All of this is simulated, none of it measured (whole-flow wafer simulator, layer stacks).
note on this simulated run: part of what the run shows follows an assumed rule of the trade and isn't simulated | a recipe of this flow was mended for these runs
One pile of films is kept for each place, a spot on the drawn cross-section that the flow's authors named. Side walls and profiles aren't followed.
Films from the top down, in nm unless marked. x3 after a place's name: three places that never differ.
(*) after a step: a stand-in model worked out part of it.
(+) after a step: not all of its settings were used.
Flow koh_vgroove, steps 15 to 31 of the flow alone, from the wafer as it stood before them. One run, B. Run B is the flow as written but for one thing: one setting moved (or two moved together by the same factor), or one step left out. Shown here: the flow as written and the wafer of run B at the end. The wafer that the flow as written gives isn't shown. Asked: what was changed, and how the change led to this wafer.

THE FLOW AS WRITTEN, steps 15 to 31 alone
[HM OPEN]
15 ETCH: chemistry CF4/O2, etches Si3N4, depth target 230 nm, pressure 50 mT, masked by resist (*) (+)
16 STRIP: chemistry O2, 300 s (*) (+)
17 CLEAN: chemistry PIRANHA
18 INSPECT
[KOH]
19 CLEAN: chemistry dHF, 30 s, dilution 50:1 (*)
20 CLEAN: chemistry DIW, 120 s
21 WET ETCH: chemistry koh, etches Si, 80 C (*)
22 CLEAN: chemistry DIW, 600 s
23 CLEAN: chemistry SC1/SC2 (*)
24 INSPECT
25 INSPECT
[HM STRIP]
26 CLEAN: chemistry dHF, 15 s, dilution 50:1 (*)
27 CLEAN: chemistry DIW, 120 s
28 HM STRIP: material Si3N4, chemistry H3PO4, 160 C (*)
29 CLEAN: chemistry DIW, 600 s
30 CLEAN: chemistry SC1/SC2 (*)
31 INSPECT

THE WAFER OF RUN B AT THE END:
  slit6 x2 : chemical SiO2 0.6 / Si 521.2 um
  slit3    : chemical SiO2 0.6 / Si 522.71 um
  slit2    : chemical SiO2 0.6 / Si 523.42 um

The cause: step 15, ETCH: depth target 255 nm was run, where the flow has depth target 230 nm; step 16, STRIP: 334 s was run, where the flow has 300 s.

How the change led to this, step by step:
  15 ETCH: chemistry CF4/O2, etches Si3N4, depth target 230 nm, pressure 50 mT, masked by resist (*) (+)
      slit3, slit2, slit6 x2: Si3N4 -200 (all of it), chemical SiO2 -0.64 (all of it), Si -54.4 (as written it would be: Si3N4 -200 (all of it), chemical SiO2 -0.64 (all of it), Si -29.4)
      field: i-line-resist -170 (as written it would be: i-line-resist -153.3)
